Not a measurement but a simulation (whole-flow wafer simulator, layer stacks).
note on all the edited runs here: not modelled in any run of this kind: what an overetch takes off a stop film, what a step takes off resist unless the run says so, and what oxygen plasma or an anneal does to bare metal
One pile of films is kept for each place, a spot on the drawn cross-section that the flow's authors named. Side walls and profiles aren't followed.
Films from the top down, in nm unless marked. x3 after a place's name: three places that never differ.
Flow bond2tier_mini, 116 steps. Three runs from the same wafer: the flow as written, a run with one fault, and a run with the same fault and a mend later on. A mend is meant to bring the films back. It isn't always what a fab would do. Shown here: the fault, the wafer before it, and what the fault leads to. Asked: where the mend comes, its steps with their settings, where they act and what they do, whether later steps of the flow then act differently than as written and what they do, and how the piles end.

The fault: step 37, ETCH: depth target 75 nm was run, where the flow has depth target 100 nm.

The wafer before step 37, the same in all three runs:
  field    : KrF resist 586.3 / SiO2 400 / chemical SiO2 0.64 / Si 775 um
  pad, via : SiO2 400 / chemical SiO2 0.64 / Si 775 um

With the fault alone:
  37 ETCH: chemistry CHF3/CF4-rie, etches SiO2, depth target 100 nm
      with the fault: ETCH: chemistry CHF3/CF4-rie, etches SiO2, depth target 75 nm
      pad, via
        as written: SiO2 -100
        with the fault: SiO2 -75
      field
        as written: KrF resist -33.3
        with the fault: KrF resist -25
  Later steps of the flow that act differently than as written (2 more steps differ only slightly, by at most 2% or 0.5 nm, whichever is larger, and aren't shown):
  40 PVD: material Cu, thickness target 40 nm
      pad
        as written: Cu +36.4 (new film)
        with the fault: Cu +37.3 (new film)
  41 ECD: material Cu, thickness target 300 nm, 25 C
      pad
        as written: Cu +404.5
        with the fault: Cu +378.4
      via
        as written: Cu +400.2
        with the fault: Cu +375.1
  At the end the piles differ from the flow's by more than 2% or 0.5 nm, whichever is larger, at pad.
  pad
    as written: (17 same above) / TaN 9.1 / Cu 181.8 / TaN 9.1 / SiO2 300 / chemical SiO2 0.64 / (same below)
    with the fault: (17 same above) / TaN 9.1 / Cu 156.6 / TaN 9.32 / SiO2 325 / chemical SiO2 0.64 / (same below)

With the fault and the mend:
  The mend comes after step 37.
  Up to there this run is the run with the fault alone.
  37a ETCH: chemistry CHF3/CF4-rie, etches SiO2, depth target 25 nm (the flow's step 37 once more, with other settings)
      pad, via
        SiO2 -25
      field
        KrF resist -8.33
  No later step of the flow acts differently than as written at any place that is followed.
  At the end the piles are the same as the flow's at every place that both follow.
